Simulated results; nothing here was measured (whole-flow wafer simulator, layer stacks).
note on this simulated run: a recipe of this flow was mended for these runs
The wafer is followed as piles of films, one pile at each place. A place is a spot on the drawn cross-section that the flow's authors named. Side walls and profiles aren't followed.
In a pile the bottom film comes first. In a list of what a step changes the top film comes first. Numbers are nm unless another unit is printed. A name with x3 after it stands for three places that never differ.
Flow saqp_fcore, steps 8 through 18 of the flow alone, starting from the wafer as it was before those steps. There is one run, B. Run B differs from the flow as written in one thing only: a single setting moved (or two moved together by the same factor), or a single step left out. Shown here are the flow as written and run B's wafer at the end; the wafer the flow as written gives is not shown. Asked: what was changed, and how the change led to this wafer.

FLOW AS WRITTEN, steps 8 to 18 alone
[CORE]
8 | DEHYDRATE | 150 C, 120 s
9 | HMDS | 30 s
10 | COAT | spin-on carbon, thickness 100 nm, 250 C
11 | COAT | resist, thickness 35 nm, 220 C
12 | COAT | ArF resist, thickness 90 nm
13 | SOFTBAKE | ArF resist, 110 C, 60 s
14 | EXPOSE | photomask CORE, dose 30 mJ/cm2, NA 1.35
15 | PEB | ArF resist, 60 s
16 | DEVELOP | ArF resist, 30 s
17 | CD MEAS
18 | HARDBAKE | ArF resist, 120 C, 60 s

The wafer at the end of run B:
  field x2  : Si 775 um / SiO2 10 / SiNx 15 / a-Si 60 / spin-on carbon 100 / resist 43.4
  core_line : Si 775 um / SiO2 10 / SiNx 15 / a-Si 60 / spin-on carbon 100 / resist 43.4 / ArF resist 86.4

What caused this: step 11, COAT: thickness 43.4 nm was run, whereas the flow has thickness 35 nm.
One can read it off the wafer: field x2 has resist 43.4, and step 11 as written asks for 35 nm.

The path from the change to this, step by step:
  11 | COAT | resist, thickness 35 nm, 220 C
      field x2, core_line: +43.4 resist (new film) (in the flow as written it would be: +35 resist (new film))
